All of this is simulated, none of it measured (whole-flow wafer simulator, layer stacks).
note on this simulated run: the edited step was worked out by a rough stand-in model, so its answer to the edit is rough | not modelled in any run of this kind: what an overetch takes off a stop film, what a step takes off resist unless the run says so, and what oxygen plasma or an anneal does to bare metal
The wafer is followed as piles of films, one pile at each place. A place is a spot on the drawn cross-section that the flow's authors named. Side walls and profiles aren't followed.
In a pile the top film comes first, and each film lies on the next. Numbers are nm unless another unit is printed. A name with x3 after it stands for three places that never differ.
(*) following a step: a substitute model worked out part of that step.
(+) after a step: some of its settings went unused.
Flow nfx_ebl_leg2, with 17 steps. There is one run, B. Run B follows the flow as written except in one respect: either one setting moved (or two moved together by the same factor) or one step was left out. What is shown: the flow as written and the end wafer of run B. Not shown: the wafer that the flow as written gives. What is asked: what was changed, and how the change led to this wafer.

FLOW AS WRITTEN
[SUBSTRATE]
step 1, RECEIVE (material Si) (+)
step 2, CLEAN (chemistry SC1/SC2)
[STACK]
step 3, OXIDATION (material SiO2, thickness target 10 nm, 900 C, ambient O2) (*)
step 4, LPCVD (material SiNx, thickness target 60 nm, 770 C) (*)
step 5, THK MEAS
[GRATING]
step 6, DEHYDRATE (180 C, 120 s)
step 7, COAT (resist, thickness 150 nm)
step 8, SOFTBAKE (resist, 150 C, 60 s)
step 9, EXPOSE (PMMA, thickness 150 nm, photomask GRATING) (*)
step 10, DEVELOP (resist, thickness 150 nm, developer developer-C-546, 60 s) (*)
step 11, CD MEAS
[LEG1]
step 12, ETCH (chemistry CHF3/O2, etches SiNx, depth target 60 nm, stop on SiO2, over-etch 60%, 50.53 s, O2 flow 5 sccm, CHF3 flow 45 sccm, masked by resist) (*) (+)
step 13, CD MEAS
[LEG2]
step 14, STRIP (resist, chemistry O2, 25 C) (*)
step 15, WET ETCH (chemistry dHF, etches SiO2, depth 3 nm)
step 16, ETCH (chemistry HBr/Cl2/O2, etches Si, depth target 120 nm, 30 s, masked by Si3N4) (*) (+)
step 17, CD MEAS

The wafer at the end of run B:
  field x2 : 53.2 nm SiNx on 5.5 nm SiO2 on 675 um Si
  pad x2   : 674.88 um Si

Cause: step 3, OXIDATION: thickness target 5.5 nm was run, while the flow as written has thickness target 10 nm.
One can read it off the wafer: field x2 has SiO2 5.5, and step 3 as written asks for 10 nm.

Step by step, how the change led to this:
  step 3, OXIDATION (material SiO2, thickness target 10 nm, 900 C, ambient O2) (*)
      field x2, pad x2: +5.5 SiO2 (new film), -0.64 chemical SiO2 (all of it), -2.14 Si (it would be, as written: +10 SiO2 (new film), -0.64 chemical SiO2 (all of it), -4.12 Si)
  step 12, ETCH (chemistry CHF3/O2, etches SiNx, depth target 60 nm, stop on SiO2, over-etch 60%, 50.53 s, O2 flow 5 sccm, CHF3 flow 45 sccm, masked by resist) (*) (+)
      pad x2: -60 SiNx (all of it), -5.5 SiO2 (all of it) (it would be, as written: -60 SiNx (all of it), -10 SiO2 (all of it))
